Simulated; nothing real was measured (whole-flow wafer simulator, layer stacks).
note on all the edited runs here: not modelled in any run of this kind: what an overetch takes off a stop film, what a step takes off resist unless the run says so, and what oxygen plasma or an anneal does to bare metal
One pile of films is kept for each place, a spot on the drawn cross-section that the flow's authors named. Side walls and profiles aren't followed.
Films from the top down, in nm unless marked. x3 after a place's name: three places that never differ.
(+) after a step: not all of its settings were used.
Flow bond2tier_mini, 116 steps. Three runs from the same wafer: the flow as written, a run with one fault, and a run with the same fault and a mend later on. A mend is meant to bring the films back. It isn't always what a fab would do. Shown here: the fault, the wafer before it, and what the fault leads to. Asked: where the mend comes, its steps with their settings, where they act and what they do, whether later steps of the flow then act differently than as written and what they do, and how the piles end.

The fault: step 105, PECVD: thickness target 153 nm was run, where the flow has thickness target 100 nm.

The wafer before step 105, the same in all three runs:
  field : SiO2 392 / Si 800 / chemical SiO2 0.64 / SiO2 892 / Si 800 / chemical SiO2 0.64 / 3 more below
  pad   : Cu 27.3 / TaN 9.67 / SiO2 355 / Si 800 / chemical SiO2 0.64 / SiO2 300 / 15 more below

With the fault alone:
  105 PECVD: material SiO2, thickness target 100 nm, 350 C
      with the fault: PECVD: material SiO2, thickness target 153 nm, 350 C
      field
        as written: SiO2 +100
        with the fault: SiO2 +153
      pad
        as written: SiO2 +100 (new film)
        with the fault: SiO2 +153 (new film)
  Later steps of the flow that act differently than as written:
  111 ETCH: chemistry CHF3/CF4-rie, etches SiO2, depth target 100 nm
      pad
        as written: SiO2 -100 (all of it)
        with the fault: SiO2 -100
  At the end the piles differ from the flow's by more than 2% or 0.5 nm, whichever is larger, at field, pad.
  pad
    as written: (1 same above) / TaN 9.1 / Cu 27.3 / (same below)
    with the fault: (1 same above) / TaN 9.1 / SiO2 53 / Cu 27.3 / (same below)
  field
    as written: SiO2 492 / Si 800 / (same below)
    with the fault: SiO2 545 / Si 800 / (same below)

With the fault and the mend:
  The mend comes after step 110.
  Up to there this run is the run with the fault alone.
  110a STRIP: chemistry O2, over-ash 100% (+)
      field
        KrF resist -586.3 (all of it)
  110b ETCH: chemistry CHF3/CF4-rie, etches SiO2, depth target 53 nm (the flow's step 62 once more, with other settings)
      field, pad
        SiO2 -53
  110c COAT: KrF resist, thickness 600 nm (the flow's step 106 once more)
      field, pad
        KrF resist +600 (new film)
  110d SOFTBAKE: KrF resist (the flow's step 107 once more)
      changes no film at any place that is followed
  110e EXPOSE: photomask T3PAD, NA 0.6 (the flow's step 108 once more)
      changes no film at any place that is followed
  110f PEB: KrF resist (the flow's step 109 once more)
      changes no film at any place that is followed
  110g DEVELOP: developer TMAH-0.26N, 60 s (the flow's step 110 once more)
      field
        KrF resist -13.7
      pad
        KrF resist -600 (all of it)
  No later step of the flow acts differently than as written at any place that is followed.
  At the end the piles are the same as the flow's at every place that both follow.
